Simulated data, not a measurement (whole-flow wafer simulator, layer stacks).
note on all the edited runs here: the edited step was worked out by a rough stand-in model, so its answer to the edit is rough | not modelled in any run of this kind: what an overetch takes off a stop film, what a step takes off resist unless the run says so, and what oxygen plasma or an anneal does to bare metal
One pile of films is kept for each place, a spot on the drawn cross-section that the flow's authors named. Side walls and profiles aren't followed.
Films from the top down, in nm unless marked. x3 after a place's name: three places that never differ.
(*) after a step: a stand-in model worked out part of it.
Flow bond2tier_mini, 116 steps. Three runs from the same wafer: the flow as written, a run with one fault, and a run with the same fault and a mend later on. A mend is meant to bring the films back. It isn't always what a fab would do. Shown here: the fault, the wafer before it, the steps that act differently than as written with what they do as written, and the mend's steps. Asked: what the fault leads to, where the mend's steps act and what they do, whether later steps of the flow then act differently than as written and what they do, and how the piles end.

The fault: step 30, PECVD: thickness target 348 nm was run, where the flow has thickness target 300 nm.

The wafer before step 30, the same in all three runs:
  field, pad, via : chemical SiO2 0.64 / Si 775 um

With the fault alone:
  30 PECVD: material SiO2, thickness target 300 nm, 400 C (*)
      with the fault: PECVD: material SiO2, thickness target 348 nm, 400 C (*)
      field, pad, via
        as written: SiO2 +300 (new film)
        with the fault: SiO2 +348 (new film)
  No later step of the flow acts differently than as written at any place that is followed.
  At the end the piles differ from the flow's by more than 2% or 0.5 nm, whichever is larger, at field, pad.
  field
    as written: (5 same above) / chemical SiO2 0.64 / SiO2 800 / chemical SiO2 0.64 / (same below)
    with the fault: (5 same above) / chemical SiO2 0.64 / SiO2 848 / chemical SiO2 0.64 / (same below)
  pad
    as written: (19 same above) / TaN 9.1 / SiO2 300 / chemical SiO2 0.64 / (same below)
    with the fault: (19 same above) / TaN 9.1 / SiO2 348 / chemical SiO2 0.64 / (same below)

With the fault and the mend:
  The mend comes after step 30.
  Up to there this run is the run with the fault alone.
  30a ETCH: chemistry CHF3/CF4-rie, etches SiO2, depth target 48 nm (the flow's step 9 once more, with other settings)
      field, pad, via
        SiO2 -48
  No later step of the flow acts differently than as written at any place that is followed.
  At the end the piles are the same as the flow's at every place that both follow.
